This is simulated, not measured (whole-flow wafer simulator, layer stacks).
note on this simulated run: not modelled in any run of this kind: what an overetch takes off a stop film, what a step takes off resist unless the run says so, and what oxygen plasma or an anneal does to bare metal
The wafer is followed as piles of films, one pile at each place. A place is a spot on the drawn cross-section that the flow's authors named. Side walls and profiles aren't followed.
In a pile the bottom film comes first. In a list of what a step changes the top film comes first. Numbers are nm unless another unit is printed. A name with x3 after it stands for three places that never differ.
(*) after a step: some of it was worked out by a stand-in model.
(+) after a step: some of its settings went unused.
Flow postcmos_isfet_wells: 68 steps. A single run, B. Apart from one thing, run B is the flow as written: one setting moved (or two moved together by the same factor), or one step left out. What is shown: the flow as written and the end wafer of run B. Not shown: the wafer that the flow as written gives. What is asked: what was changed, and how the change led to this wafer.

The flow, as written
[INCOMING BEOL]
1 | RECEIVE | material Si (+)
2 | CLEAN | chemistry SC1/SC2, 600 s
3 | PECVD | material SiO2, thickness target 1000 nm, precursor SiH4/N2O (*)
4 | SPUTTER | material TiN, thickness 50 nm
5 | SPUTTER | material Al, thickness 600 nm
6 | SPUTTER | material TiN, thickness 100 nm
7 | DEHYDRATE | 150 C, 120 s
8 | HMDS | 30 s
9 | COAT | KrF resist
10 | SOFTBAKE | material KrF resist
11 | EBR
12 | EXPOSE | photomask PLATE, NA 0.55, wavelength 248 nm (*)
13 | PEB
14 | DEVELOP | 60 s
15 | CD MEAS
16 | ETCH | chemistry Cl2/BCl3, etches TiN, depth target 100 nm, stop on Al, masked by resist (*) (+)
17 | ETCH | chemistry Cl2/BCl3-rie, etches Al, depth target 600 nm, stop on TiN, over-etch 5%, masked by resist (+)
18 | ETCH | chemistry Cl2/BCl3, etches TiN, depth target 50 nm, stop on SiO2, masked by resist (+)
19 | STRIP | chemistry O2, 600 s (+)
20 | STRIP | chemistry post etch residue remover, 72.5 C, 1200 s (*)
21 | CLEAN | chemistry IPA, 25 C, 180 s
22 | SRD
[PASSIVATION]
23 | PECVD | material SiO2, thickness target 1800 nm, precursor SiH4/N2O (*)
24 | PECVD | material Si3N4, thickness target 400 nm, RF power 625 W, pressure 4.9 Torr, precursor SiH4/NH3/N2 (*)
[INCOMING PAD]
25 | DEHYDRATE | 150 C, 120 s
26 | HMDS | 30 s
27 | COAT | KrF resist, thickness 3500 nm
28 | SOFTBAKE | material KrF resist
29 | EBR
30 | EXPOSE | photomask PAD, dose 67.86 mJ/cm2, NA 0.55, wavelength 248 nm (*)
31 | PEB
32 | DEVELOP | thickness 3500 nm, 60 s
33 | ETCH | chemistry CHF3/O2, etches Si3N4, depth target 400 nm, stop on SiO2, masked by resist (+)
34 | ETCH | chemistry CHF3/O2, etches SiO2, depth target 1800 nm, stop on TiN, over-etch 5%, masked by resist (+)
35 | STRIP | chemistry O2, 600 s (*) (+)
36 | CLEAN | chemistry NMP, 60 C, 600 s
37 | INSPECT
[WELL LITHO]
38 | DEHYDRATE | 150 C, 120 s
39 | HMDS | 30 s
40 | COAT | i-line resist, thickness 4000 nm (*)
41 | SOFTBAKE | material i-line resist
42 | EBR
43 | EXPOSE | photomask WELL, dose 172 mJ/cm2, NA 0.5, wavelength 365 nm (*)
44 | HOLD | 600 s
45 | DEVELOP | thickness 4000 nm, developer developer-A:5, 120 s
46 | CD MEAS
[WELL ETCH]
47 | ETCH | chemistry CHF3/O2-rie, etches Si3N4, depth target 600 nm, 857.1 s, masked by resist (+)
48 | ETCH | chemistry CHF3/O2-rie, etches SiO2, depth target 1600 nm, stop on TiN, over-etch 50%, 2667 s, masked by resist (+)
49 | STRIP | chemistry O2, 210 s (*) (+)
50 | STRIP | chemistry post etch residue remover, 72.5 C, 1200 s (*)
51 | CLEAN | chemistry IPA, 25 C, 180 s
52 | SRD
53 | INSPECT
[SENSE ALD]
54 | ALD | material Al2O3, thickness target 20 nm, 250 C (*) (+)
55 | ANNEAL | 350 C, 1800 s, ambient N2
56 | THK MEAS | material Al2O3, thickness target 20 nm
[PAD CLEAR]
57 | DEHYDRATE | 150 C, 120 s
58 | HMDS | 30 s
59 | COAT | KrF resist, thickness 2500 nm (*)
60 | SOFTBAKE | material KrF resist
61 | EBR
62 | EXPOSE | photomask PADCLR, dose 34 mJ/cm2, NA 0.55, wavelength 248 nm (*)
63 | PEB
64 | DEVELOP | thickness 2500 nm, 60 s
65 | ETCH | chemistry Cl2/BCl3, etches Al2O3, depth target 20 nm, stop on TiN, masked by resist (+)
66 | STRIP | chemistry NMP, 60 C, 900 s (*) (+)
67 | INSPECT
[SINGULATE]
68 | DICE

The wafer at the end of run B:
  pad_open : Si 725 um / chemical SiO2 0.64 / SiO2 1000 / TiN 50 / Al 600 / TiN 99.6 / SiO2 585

The reason: step 34, ETCH: depth target 1215 nm was run, whereas the flow has depth target 1800 nm.

How this came from the change, step by step:
  34 | ETCH | chemistry CHF3/O2, etches SiO2, depth target 1800 nm, stop on TiN, over-etch 5%, masked by resist (+)
      pad_open: -1215 SiO2 (as written it would have been: -1800 SiO2 (all of it))
      field, margin, well900, well1300 x3, pad_rim, pad_clr: -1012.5 KrF resist (as written it would have been: -1500 KrF resist)
  35 | STRIP | chemistry O2, 600 s (*) (+)
      field, margin, well900, well1300 x3, pad_rim, pad_clr: -2100.8 KrF resist (all of it) (as written it would have been: -1613.3 KrF resist (all of it))
  40 | COAT | i-line resist, thickness 4000 nm (*)
      pad_clr: +3442.4 i-line resist (new film) (as written it would have been: +3256.8 i-line resist (new film))
      pad_open: +4593.8 i-line resist (new film) (as written it would have been: +4804.7 i-line resist (new film))
  41 | SOFTBAKE | material i-line resist
      pad_clr: -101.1 i-line resist (as written it would have been: -156.7 i-line resist)
      pad_open: +88 i-line resist (as written it would have been: +115.3 i-line resist)
  49 | STRIP | chemistry O2, 210 s (*) (+)
      pad_clr: -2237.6 i-line resist (all of it) (as written it would have been: -1996.5 i-line resist (all of it))
      pad_open: -3578.2 i-line resist (all of it) (as written it would have been: -3816.3 i-line resist (all of it))
  59 | COAT | KrF resist, thickness 2500 nm (*)
      pad_rim: +2113 KrF resist (new film) (as written it would have been: +1976.4 KrF resist (new film))
      pad_clr: +1893.4 KrF resist (new film) (as written it would have been: +1691.6 KrF resist (new film))
      (and at 1 other place as well)
  60 | SOFTBAKE | material KrF resist
      pad_clr: -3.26 KrF resist (as written it would have been: -3.77 KrF resist)
  63 | PEB
      pad_rim: -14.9 KrF resist (as written it would have been: -13.9 KrF resist)
      pad_clr: -13.3 KrF resist (as written it would have been: -11.8 KrF resist)
      (and at 1 other place as well)
  64 | DEVELOP | thickness 2500 nm, 60 s
      pad_clr: -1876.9 KrF resist (all of it) (as written it would have been: -1676 KrF resist (all of it))
      pad_open: -2895.5 KrF resist (all of it) (as written it would have been: -3045.1 KrF resist (all of it))
  66 | STRIP | chemistry NMP, 60 C, 900 s (*) (+)
      pad_rim: -2059 KrF resist (all of it) (as written it would have been: -1923.7 KrF resist (all of it))
